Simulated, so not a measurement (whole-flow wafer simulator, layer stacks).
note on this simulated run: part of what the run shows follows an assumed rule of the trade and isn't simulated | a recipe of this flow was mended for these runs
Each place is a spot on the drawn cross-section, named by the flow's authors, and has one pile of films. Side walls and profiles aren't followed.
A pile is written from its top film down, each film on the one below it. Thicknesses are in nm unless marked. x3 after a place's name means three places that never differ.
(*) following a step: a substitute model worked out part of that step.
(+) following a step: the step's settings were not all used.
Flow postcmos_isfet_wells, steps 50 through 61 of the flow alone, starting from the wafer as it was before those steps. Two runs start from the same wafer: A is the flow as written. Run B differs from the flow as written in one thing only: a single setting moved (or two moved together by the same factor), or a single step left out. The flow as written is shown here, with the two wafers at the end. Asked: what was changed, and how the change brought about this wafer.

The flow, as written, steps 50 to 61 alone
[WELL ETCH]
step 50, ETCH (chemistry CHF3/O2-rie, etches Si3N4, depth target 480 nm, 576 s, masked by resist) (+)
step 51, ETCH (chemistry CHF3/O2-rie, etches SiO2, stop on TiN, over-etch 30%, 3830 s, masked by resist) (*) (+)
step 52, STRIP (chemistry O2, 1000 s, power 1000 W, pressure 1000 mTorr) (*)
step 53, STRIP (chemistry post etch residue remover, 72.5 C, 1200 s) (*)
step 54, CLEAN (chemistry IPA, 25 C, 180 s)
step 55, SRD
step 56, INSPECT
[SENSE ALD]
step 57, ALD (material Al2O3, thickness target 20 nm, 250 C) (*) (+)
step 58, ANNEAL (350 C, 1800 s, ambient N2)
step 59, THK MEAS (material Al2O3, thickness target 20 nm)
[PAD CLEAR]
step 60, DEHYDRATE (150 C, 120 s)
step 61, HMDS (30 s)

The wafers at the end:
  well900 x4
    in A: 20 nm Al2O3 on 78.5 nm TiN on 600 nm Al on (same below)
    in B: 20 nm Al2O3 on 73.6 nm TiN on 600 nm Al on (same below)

Cause: step 51, ETCH: over-etch 37.2% was run, while the flow as written has over-etch 30%.

The path from the change to this, step by step:
  step 51, ETCH (chemistry CHF3/O2-rie, etches SiO2, stop on TiN, over-etch 30%, 3830 s, masked by resist) (*) (+)
      field, margin x2, pad_clr, pad_open: A thick-g/i-line-resist loses 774 | B thick-g/i-line-resist loses 794.6
      well900 x4: A SiO2 loses 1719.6 (all of it), TiN loses 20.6 | B SiO2 loses 1719.6 (all of it), TiN loses 25.6
